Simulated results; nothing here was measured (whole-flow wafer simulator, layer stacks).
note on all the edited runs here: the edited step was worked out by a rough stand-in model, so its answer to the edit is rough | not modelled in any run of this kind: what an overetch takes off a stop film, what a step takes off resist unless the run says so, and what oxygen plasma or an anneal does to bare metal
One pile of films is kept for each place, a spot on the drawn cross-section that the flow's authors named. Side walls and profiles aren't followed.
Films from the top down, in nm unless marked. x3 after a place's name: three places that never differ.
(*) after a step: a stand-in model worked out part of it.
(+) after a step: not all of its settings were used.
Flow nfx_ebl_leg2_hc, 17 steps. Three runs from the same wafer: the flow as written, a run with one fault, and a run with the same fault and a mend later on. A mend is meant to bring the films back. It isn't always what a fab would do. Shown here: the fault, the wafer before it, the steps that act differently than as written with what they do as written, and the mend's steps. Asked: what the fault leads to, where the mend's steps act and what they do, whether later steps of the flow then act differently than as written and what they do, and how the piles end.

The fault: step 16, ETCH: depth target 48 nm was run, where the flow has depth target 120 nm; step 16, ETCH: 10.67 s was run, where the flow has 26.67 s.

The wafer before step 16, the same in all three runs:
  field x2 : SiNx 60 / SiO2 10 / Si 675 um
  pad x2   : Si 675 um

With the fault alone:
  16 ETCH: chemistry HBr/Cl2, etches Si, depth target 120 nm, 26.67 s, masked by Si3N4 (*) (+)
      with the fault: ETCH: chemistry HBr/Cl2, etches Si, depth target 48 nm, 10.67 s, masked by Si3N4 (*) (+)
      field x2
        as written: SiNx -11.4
        with the fault: SiNx -4.57
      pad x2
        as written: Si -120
        with the fault: Si -48
  No later step of the flow acts differently than as written at any place that is followed.
  At the end the piles differ from the flow's by more than 2% or 0.5 nm, whichever is larger, at field x2.
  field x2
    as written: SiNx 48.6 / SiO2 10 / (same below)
    with the fault: SiNx 55.4 / SiO2 10 / (same below)

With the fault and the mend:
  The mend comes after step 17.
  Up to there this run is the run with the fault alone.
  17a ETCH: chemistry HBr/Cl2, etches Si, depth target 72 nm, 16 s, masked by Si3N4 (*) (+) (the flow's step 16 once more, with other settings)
      field x2
        SiNx -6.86
      pad x2
        Si -72
  No later step of the flow acts differently than as written at any place that is followed.
  At the end the piles are the same as the flow's at every place that both follow.
